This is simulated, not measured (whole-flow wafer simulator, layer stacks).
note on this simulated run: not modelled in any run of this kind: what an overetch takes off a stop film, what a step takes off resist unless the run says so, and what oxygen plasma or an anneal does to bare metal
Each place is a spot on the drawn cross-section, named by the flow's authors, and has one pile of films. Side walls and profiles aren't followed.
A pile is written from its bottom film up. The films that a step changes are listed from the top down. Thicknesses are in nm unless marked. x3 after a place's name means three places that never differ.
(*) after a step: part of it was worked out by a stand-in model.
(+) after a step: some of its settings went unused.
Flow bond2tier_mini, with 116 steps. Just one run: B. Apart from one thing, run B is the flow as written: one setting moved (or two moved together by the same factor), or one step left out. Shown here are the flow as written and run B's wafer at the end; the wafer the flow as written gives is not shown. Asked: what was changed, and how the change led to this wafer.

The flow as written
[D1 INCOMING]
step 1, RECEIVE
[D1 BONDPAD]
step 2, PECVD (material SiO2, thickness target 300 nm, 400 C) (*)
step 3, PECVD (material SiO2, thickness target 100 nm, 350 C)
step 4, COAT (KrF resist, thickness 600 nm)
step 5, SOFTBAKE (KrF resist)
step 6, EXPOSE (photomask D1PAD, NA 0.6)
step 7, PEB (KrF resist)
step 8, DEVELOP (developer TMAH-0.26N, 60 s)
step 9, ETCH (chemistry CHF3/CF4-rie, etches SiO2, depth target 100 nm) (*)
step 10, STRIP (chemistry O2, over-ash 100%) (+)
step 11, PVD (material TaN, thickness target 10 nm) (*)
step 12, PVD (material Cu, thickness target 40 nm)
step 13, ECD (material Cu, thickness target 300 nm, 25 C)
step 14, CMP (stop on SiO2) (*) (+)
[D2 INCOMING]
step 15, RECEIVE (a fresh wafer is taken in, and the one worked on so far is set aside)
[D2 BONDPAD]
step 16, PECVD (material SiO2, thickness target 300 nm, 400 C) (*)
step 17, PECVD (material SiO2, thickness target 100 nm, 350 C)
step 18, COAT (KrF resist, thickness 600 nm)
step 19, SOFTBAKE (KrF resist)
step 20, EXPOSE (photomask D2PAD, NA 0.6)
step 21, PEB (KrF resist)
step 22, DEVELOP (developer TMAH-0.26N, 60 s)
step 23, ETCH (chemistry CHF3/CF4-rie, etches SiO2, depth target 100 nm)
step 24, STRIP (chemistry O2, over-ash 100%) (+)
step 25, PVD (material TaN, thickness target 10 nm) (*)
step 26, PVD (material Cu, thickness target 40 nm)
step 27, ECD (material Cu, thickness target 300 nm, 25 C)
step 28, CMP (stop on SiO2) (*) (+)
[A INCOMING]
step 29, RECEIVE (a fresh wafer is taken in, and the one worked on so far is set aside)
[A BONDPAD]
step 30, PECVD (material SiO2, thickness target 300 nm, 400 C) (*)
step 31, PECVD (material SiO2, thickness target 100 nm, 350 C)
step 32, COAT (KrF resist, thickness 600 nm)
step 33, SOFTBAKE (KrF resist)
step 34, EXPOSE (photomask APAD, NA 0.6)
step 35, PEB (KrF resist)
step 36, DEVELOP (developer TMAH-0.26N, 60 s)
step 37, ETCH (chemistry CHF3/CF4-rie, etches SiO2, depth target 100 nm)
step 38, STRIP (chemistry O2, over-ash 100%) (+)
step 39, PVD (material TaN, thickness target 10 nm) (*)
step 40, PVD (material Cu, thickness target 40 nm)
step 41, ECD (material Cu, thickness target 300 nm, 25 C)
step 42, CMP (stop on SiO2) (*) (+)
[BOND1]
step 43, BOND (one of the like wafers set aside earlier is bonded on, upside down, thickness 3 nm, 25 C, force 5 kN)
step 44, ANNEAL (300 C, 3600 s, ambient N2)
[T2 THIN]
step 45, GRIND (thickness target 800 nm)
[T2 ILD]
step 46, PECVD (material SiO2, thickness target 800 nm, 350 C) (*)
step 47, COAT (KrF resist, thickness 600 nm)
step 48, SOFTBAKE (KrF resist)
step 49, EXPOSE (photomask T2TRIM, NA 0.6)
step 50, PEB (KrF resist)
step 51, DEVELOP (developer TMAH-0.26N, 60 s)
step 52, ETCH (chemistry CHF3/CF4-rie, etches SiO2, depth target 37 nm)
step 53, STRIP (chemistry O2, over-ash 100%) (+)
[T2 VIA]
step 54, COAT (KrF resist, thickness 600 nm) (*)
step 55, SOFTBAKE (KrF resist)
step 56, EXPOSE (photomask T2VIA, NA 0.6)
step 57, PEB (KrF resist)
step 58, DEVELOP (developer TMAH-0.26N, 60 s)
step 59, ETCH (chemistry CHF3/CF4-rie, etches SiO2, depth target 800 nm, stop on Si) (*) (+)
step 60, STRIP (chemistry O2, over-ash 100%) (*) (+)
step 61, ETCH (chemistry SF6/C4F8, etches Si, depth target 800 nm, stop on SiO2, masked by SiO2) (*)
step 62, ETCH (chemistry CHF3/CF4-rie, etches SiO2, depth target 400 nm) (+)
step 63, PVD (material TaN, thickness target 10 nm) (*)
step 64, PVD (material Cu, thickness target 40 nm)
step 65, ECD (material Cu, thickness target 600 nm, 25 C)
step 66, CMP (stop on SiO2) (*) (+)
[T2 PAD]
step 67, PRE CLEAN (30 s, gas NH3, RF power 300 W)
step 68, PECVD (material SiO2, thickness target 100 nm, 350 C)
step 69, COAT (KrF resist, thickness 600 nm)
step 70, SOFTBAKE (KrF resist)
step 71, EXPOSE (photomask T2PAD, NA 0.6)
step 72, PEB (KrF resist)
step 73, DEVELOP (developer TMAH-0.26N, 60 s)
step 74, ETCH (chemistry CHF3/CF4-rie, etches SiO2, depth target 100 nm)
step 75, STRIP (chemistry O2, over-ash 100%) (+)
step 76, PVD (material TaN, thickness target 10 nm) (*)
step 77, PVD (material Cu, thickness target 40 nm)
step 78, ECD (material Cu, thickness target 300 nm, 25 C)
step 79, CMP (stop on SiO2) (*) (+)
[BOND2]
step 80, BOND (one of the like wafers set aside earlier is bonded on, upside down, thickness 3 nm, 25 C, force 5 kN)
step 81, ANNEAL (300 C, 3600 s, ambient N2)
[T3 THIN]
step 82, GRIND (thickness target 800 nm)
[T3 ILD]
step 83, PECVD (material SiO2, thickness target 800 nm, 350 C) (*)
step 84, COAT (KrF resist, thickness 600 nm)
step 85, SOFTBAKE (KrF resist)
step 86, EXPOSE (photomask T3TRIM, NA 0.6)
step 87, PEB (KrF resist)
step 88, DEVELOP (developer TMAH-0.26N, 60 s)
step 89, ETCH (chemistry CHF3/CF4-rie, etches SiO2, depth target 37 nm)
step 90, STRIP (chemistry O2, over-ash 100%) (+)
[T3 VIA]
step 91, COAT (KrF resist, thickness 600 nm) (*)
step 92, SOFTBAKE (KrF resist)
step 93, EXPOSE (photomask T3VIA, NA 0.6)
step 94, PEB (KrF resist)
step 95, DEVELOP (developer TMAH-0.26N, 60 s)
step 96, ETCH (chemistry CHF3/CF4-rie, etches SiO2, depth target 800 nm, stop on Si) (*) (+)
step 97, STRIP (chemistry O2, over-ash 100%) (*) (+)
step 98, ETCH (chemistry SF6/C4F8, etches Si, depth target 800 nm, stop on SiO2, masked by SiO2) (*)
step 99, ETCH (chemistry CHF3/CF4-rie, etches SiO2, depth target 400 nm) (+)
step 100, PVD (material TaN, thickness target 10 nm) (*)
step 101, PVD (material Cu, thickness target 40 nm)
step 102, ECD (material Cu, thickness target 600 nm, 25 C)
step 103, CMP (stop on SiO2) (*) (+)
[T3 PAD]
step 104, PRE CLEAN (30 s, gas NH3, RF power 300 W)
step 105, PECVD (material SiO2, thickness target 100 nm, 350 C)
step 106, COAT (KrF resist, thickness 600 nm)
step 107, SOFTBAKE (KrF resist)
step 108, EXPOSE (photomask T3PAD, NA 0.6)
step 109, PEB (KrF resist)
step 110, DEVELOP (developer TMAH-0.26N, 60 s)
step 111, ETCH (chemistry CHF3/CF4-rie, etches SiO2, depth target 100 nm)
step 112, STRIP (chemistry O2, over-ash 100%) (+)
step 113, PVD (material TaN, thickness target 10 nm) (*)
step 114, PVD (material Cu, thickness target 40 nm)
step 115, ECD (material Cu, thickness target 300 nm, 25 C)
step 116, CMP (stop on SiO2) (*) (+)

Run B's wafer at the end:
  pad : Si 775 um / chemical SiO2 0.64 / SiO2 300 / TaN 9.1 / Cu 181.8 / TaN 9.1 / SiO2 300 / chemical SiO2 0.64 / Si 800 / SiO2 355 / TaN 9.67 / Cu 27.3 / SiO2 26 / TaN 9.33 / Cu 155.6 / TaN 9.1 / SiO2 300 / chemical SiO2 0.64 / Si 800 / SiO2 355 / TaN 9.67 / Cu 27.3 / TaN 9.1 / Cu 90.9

Cause: step 74, ETCH: depth target 74 nm was run, whereas the flow has depth target 100 nm.

Step by step, how the change led to this:
  step 74, ETCH (chemistry CHF3/CF4-rie, etches SiO2, depth target 100 nm)
      pad: -74 SiO2 (as written it would have been: -100 SiO2 (all of it))
      field: -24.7 KrF resist (as written it would have been: -33.3 KrF resist)
  step 77, PVD (material Cu, thickness target 40 nm)
      pad: +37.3 Cu (new film) (as written it would have been: +36.4 Cu (new film))
  step 78, ECD (material Cu, thickness target 300 nm, 25 C)
      pad: +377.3 Cu (as written it would have been: +404.5 Cu)
If metal films that touch count as one body, pad has 4 bodies (between them, from the top down: SiO2 355 / Si 800 / chemical SiO2 0.64 / SiO2 300; SiO2 26; SiO2 355 / Si 800 / chemical SiO2 0.64 / SiO2 300); the flow as written gives 3 bodies (between them, from the top down: SiO2 355 / Si 800 / chemical SiO2 0.64 / SiO2 300; SiO2 355 / Si 800 / chemical SiO2 0.64 / SiO2 300).
